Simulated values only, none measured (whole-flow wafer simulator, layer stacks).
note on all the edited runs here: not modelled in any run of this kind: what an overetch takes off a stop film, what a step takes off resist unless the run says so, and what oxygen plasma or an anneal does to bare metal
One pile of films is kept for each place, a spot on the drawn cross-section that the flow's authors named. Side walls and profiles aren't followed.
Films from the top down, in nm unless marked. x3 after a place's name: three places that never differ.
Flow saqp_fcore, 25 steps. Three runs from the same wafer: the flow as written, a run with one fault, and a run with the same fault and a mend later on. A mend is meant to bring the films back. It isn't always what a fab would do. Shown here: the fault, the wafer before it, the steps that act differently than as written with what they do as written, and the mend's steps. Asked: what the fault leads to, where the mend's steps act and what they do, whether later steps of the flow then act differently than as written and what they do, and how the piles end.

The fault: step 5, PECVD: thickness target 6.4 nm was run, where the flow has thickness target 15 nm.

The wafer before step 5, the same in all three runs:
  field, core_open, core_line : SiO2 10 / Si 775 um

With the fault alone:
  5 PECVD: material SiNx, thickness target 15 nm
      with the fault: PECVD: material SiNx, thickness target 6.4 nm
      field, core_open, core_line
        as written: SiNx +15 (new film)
        with the fault: SiNx +6.4 (new film)
  No later step of the flow acts differently than as written at any place that is followed.
  At the end the piles differ from the flow's by more than 2% or 0.5 nm, whichever is larger, at field, core_open, core_line.
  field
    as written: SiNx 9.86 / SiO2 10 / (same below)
    with the fault: SiNx 1.26 / SiO2 10 / (same below)
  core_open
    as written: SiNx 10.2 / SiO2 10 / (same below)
    with the fault: SiNx 1.58 / SiO2 10 / (same below)
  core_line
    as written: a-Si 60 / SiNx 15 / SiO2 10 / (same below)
    with the fault: a-Si 60 / SiNx 6.4 / SiO2 10 / (same below)

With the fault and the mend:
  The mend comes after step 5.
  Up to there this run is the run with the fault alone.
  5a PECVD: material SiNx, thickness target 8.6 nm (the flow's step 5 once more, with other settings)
      field, core_open, core_line
        SiNx +8.6
  No later step of the flow acts differently than as written at any place that is followed.
  At the end the piles are the same as the flow's at every place that both follow.
